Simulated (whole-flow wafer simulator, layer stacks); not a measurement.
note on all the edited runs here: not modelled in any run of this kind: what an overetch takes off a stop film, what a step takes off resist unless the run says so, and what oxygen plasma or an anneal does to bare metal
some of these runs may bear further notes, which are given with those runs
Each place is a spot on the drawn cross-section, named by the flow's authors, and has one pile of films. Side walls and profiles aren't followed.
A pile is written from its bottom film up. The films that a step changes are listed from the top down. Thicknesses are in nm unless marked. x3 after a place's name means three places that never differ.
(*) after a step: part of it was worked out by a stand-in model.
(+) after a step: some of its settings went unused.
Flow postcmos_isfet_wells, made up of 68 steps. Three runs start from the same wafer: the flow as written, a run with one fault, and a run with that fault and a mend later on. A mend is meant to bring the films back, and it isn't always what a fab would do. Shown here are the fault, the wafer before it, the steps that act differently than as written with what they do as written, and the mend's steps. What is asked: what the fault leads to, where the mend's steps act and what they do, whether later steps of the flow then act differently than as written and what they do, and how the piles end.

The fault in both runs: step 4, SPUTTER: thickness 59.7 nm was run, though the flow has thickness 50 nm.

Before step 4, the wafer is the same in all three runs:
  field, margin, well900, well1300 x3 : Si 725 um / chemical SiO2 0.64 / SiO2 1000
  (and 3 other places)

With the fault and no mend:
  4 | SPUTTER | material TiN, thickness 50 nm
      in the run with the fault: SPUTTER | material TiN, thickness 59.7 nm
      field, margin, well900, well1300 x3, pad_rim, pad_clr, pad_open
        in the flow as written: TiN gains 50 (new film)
        in the run with the fault: TiN gains 59.7 (new film)
  Steps further on in the flow that do not act as written (1 more step, not shown, differs only slightly: by at most 2% or 0.5 nm, whichever is larger):
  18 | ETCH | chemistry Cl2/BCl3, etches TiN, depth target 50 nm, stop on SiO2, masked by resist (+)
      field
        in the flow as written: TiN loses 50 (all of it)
        in the run with the fault: TiN loses 50
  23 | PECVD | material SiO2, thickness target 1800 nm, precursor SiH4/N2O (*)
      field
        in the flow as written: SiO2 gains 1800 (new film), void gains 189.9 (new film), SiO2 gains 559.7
        in the run with the fault: SiO2 gains 1800 (new film), void gains 190.2 (new film), SiO2 gains 559.8 (new film)
  By the end, the piles at field, margin, well900, well1300 x3, pad_rim, pad_clr, pad_open depart from the flow's by more than 2% or 0.5 nm, whichever is larger.
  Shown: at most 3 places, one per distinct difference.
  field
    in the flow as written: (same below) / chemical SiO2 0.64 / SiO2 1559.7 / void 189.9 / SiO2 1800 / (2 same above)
    in the run with the fault: (same below) / chemical SiO2 0.64 / SiO2 1000 / TiN 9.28 / SiO2 559.8 / void 190.2 / SiO2 1800 / (2 same above)
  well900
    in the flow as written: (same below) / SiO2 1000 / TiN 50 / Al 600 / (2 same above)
    in the run with the fault: (same below) / SiO2 1000 / TiN 59.7 / Al 600 / (2 same above)
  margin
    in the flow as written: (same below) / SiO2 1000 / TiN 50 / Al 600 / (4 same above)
    in the run with the fault: (same below) / SiO2 1000 / TiN 59.7 / Al 600 / (4 same above)

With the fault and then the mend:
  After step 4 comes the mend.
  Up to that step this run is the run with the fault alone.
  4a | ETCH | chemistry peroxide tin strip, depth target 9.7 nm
      field, margin, well900, well1300 x3, pad_rim, pad_clr, pad_open
        TiN loses 9.7
  None of the later steps of the flow acts differently than as written at any place that is followed.
  By the end, the piles equal the flow's at every place that both follow.
